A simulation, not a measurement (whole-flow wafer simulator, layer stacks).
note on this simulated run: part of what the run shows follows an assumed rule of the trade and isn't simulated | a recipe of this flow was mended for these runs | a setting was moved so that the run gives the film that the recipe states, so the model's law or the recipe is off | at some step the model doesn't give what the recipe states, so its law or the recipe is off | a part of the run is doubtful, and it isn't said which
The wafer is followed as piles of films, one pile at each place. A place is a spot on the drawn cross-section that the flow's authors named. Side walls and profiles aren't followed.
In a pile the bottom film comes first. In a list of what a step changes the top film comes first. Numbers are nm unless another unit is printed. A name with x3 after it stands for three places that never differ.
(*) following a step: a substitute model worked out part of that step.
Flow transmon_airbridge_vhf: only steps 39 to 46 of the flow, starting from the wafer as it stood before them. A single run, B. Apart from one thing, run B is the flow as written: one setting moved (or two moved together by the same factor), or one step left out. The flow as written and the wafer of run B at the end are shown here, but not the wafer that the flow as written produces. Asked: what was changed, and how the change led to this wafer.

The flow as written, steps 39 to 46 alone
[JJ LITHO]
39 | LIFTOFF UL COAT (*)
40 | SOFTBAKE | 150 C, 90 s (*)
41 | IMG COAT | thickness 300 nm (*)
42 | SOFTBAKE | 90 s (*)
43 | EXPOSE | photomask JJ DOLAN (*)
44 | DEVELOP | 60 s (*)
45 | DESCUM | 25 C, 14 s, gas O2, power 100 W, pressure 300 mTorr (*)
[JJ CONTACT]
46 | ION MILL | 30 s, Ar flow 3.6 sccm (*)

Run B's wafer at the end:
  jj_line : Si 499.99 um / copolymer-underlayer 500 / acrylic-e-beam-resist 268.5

What caused this: step 44, DEVELOP: 60 s (*), was not run.

The path from the change to this, step by step:
  45 | DESCUM | 25 C, 14 s, gas O2, power 100 W, pressure 300 mTorr (*)
      jj_line: -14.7 acrylic-e-beam-resist (in the flow as written it would be: nothing)
  46 | ION MILL | 30 s, Ar flow 3.6 sccm (*)
      jj_line: -16.8 acrylic-e-beam-resist (in the flow as written it would be: -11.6 Si)
